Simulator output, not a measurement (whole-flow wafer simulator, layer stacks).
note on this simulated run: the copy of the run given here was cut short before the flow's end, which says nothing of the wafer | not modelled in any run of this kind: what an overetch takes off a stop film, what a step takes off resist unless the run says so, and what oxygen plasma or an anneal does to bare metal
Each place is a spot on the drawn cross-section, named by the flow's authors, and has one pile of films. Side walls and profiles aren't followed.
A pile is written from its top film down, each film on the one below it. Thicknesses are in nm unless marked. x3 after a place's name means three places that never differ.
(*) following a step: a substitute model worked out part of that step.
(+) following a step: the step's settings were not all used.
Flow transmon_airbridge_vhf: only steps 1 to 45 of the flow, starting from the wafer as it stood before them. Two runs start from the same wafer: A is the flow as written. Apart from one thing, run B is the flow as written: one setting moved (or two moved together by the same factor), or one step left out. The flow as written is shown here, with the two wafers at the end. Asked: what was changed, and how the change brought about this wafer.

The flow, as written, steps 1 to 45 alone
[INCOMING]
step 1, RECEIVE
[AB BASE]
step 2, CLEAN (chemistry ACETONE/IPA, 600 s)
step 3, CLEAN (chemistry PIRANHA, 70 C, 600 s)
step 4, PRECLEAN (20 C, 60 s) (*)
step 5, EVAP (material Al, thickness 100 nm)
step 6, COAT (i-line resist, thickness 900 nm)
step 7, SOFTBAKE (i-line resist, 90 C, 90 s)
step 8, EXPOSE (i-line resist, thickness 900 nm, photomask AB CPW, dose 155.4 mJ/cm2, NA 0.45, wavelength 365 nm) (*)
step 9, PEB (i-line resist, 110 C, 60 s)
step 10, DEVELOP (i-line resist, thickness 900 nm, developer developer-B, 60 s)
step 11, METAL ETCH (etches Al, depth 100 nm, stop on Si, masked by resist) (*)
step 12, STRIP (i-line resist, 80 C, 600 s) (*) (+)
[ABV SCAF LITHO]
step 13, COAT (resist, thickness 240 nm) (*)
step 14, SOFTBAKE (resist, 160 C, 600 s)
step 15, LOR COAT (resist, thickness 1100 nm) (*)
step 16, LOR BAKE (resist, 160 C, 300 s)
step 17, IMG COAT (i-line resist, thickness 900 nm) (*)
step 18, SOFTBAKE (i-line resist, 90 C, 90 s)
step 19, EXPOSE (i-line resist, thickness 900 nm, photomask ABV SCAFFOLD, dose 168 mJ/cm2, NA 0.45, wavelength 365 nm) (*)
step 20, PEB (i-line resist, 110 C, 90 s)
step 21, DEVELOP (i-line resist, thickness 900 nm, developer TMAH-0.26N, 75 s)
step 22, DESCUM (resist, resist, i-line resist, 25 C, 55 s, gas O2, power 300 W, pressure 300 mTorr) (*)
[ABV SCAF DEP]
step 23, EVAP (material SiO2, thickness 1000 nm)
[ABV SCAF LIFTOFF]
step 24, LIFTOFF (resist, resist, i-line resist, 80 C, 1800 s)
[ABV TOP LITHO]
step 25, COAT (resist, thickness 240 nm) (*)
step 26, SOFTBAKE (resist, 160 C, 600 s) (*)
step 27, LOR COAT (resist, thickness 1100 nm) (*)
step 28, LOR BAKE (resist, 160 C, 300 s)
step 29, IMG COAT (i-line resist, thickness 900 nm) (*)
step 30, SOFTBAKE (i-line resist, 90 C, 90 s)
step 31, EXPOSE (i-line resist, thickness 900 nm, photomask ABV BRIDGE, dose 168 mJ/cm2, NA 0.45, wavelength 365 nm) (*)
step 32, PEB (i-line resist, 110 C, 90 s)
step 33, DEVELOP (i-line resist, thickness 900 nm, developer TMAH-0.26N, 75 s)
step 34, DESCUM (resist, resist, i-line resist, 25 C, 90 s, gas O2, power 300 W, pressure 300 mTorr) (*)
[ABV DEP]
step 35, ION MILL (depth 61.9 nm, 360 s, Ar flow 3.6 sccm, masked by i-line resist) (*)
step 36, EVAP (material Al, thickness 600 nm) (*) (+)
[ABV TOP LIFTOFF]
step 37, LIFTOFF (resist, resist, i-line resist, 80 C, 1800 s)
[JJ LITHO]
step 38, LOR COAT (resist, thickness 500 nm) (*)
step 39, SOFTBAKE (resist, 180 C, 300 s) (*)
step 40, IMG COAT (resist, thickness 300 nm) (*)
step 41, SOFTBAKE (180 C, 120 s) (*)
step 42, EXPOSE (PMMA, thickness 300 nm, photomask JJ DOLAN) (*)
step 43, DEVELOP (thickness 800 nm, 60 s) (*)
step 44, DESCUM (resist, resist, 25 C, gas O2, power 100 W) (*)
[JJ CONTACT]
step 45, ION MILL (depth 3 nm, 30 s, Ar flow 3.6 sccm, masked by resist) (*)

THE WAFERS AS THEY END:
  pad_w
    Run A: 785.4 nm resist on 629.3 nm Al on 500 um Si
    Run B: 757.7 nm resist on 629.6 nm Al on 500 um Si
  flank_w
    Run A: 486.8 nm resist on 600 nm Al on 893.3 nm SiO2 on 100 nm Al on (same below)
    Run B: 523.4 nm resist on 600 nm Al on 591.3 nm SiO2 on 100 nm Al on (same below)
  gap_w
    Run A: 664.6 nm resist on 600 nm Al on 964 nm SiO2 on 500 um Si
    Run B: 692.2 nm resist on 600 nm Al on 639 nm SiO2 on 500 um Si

What caused this: step 23, EVAP: thickness 675 nm was run, whereas the flow has thickness 1000 nm.

Step by step, how the change led to this:
  step 23, EVAP (material SiO2, thickness 1000 nm)
      field x3, jj_line, ground_far and 10 more: A SiO2 gains 1000 (new film) | B SiO2 gains 675 (new film)
      flank_w, flank_e: A SiO2 gains 929.3 (new film) | B SiO2 gains 627.3 (new film)
  step 24, LIFTOFF (resist, resist, i-line resist, 80 C, 1800 s)
      field x3, jj_line, trace_open_s x2: A SiO2 loses 1000 (all of it), i-line resist loses 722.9 (all of it), resist loses 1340 (all of it) | B SiO2 loses 675 (all of it), i-line resist loses 722.9 (all of it), resist loses 1340 (all of it)
      pad_w, pad_e: A SiO2 loses 1000 (all of it), i-line resist loses 718 (all of it), resist loses 1330.2 (all of it) | B SiO2 loses 675 (all of it), i-line resist loses 718 (all of it), resist loses 1330.2 (all of it)
      (also at 1 further place)
  step 25, COAT (resist, thickness 240 nm) (*)
      flank_w, flank_e: A resist gains 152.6 (new film) | B resist gains 163.9 (new film)
      gap_w, gap_e: A resist gains 210.7 (new film) | B resist gains 224.6 (new film)
      (also at 6 further places)
  step 27, LOR COAT (resist, thickness 1100 nm) (*)
      gap_w, gap_e: A resist gains 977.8 | B resist gains 1023.2
      margin_s, margin_n: A resist gains 823.4 | B resist gains 903.7
      (also at 6 further places)
  step 29, IMG COAT (i-line resist, thickness 900 nm) (*)
      gap_w, gap_e: A i-line resist gains 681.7 (new film) | B i-line resist gains 761.1 (new film)
      margin_s, margin_n: A i-line resist gains 603.2 (new film) | B i-line resist gains 705.6 (new film)
      (also at 7 further places)
  step 32, PEB (i-line resist, 110 C, 90 s)
      pad_w, pad_e: A i-line resist loses 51 | B i-line resist loses 49.4
      flank_w, flank_e: A i-line resist loses 38.3 | B i-line resist loses 41.5
      (also at 7 further places)
  step 33, DEVELOP (i-line resist, thickness 900 nm, developer TMAH-0.26N, 75 s)
      gap_w, gap_e: A i-line resist loses 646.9 (all of it), resist loses 977.8 | B i-line resist loses 722.2 (all of it), resist loses 1023.2
      pad_w: A i-line resist loses 937.2 (all of it), resist loses 1247.8 | B i-line resist loses 909.3 (all of it), resist loses 1196.9
      (also at 5 further places)
  step 34, DESCUM (resist, resist, i-line resist, 25 C, 90 s, gas O2, power 300 W, pressure 300 mTorr) (*)
      flank_w, flank_e: A resist loses 152.6 (all of it) | B resist loses 163.9 (all of it)
      gap_w, gap_e: A resist loses 210.7 (all of it) | B resist loses 224.6 (all of it)
      (also at 4 further places)
  step 37, LIFTOFF (resist, resist, i-line resist, 80 C, 1800 s)
      margin_s, margin_n: A Al loses 600 (all of it), i-line resist loses 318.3 (all of it), resist loses 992 (all of it) | B Al loses 600 (all of it), i-line resist loses 415.4 (all of it), resist loses 1091.1 (all of it)
      ground_far: A Al loses 600 (all of it), i-line resist loses 717.9 (all of it), resist loses 1384.9 (all of it) | B Al loses 600 (all of it), i-line resist loses 677.4 (all of it), resist loses 1373.4 (all of it)
  step 38, LOR COAT (resist, thickness 500 nm) (*)
      pad_w, pad_e: A resist gains 517 (new film) | B resist gains 498.1 (new film)
      flank_w, flank_e: A resist gains 306.5 (new film) | B resist gains 332.6 (new film)
      (also at 6 further places)
  step 40, IMG COAT (resist, thickness 300 nm) (*)
      pad_w, pad_e: A resist gains 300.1 | B resist gains 291.4
      flank_w, flank_e: A resist gains 212.1 | B resist gains 222.6
      (also at 6 further places)
